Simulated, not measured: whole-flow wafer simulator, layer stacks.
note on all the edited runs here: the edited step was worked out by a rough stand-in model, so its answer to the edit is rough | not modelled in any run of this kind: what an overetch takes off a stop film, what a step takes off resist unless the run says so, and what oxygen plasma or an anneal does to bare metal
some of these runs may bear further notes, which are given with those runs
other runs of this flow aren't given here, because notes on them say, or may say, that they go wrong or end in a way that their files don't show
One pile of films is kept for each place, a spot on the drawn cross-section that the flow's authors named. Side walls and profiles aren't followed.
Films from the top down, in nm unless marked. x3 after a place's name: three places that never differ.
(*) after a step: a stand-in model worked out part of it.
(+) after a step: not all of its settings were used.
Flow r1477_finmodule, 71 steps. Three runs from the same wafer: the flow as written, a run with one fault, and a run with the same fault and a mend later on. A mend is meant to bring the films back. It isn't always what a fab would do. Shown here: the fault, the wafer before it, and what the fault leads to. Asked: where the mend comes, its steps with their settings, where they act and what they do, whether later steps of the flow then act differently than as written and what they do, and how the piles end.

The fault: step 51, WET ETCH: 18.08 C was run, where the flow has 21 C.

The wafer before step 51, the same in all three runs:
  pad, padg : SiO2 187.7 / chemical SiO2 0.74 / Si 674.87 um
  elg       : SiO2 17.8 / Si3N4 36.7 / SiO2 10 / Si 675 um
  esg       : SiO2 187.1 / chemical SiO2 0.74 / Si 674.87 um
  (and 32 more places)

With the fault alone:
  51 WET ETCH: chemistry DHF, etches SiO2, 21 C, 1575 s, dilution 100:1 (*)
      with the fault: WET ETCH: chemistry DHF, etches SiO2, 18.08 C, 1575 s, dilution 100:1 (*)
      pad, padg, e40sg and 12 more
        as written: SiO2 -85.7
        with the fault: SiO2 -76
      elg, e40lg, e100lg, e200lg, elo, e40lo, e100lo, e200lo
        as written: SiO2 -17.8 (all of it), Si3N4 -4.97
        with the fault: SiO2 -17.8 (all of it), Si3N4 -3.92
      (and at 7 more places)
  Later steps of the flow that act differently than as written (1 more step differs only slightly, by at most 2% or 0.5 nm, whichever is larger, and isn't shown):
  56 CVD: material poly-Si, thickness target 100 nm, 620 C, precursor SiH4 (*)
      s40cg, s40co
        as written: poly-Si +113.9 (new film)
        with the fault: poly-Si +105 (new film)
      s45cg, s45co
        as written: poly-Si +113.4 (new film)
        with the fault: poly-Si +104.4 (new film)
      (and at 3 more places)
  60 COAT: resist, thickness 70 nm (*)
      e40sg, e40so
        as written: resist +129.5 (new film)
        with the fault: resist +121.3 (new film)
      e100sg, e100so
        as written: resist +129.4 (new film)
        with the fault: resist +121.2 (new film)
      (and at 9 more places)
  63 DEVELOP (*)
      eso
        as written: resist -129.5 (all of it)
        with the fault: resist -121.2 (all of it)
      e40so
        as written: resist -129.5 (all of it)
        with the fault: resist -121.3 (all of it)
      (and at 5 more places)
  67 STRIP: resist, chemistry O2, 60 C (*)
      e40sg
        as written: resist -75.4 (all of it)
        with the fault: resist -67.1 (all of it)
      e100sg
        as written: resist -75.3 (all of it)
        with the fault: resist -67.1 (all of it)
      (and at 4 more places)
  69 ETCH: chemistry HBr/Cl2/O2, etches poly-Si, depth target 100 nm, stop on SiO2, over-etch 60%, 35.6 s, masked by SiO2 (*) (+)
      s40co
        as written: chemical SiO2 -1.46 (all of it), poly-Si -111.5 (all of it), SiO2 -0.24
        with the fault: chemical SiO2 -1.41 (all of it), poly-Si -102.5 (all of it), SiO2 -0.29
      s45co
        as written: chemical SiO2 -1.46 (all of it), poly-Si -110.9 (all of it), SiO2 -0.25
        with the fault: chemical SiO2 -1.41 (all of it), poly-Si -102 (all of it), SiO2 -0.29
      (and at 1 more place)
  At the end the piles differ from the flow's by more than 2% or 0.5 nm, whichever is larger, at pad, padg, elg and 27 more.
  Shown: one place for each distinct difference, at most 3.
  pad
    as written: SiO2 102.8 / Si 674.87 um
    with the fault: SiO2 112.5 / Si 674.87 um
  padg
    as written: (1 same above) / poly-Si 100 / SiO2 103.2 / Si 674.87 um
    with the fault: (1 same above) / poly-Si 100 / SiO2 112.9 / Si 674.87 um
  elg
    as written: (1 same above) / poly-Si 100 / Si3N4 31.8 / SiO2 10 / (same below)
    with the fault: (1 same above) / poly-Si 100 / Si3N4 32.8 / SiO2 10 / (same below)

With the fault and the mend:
  The mend comes after step 51.
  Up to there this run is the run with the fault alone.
  51a WET ETCH: chemistry DHF, etches SiO2, 21 C, 175.5 s, dilution 100:1 (*) (the flow's step 51 once more, with other settings)
      pad, padg, e40sg and 12 more
        SiO2 -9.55
      elg, e40lg, e100lg, e200lg, elo, e40lo, e100lo, e200lo
        Si3N4 -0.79
      esg, s40cg, s45cg, s50cg, s40co, s45co, s50co
        SiO2 -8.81
  No later step of the flow acts differently than as written, at any place that is followed, by more than 2% or 0.5 nm, whichever is larger.
  At the end the piles differ from the flow's only slightly at the places that both follow, by at most 2% or 0.5 nm, whichever is larger.
